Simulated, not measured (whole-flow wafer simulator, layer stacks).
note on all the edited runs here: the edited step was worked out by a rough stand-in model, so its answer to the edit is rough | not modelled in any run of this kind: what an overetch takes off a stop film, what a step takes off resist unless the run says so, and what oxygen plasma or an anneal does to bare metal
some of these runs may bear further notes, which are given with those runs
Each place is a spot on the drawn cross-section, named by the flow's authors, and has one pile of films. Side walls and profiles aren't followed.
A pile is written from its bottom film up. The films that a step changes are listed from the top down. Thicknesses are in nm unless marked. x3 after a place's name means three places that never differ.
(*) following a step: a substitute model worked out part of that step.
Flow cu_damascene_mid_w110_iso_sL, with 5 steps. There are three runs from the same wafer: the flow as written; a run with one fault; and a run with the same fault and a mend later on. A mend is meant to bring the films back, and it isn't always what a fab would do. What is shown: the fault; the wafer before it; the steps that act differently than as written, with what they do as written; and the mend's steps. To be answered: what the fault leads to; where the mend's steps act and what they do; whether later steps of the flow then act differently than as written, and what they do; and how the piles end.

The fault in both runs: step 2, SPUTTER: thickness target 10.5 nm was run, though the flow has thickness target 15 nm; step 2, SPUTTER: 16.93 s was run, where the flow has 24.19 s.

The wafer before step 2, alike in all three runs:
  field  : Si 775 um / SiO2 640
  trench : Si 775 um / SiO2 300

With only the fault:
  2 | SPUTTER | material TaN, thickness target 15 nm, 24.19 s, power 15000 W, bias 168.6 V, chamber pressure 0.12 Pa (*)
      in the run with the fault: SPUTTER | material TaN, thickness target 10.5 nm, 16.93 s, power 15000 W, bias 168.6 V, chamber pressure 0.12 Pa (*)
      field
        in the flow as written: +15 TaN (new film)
        in the run with the fault: +10.5 TaN (new film)
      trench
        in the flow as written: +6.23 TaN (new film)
        in the run with the fault: +4.36 TaN (new film)
  None of the later steps of the flow differs from how it acts as written, at any place that is followed, by more than 2% or 0.5 nm, whichever is larger.
  At field, trench, the piles at the end differ from the flow's by more than 2% or 0.5 nm, whichever is larger.
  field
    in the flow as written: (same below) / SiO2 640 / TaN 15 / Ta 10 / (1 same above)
    in the run with the fault: (same below) / SiO2 640 / TaN 10.5 / Ta 10 / (1 same above)
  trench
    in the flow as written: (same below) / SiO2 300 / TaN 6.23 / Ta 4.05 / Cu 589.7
    in the run with the fault: (same below) / SiO2 300 / TaN 4.36 / Ta 4.1 / Cu 587

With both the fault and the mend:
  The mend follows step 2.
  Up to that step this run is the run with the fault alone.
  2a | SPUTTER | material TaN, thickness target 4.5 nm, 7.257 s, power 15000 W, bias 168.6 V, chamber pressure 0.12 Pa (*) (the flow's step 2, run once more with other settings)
      field
        +4.5 TaN
      trench
        +1.8 TaN
  None of the later steps of the flow differs from how it acts as written, at any place that is followed, by more than 2% or 0.5 nm, whichever is larger.
  The piles end only slightly different from the flow's at the places that both follow, by no more than 2% or 0.5 nm, whichever is larger.
